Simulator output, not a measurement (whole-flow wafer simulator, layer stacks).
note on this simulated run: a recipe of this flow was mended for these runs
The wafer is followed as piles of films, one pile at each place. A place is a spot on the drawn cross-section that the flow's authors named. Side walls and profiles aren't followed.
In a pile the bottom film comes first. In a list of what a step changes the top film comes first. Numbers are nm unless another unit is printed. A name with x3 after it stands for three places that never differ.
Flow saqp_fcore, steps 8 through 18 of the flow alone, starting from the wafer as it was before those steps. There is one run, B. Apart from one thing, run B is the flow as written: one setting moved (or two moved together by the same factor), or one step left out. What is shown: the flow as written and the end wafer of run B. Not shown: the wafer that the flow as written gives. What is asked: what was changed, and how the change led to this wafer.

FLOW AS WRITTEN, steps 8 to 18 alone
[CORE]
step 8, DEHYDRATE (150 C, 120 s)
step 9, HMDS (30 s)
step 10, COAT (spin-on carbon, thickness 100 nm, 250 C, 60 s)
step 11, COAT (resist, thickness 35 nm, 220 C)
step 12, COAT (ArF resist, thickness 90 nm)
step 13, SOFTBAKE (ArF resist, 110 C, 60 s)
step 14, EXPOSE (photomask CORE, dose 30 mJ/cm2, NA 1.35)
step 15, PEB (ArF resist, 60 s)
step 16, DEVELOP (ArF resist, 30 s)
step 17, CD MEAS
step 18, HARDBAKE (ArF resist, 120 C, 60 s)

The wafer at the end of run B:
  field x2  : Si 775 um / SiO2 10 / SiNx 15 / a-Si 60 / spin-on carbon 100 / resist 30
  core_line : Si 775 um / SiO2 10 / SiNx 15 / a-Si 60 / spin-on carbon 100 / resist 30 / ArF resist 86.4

Cause: step 11, COAT: thickness 30 nm was run, while the flow as written has thickness 35 nm.
The wafer itself shows it: field x2 has resist 30, and step 11 as written asks for 35 nm.

The path from the change to this, step by step:
  step 11, COAT (resist, thickness 35 nm, 220 C)
      field x2, core_line: resist gains 30 (new film) (in the flow as written it would be: resist gains 35 (new film))
